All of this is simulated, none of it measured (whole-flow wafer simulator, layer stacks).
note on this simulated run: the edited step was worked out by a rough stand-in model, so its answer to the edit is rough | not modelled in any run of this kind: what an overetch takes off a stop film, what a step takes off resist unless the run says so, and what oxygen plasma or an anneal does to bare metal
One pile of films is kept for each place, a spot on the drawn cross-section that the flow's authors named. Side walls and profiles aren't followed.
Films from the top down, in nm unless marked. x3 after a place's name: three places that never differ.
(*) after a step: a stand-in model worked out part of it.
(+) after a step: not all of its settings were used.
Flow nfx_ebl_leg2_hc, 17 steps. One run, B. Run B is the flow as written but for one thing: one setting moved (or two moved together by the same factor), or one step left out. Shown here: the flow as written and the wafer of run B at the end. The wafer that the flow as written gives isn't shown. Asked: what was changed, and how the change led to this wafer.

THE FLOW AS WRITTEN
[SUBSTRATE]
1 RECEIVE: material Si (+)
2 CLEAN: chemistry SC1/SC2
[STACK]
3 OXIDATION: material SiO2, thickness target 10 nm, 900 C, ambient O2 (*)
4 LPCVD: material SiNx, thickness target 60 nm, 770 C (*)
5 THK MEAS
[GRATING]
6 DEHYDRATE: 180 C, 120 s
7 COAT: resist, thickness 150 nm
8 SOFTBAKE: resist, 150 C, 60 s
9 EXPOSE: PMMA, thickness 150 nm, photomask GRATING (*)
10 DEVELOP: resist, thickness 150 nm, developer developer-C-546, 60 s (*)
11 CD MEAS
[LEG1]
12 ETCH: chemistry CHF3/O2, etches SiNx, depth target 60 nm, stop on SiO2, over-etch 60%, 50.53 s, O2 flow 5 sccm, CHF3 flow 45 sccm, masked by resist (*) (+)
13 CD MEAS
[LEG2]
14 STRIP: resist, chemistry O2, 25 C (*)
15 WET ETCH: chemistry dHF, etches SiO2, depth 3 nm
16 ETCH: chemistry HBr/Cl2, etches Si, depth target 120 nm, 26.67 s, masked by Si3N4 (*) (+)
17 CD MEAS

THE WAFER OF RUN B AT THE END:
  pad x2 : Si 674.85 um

The cause: step 16, ETCH: depth target 141 nm was run, where the flow has depth target 120 nm.

How the change led to this, step by step:
  16 ETCH: chemistry HBr/Cl2, etches Si, depth target 120 nm, 26.67 s, masked by Si3N4 (*) (+)
      pad x2: Si -141 (as written it would be: Si -120)
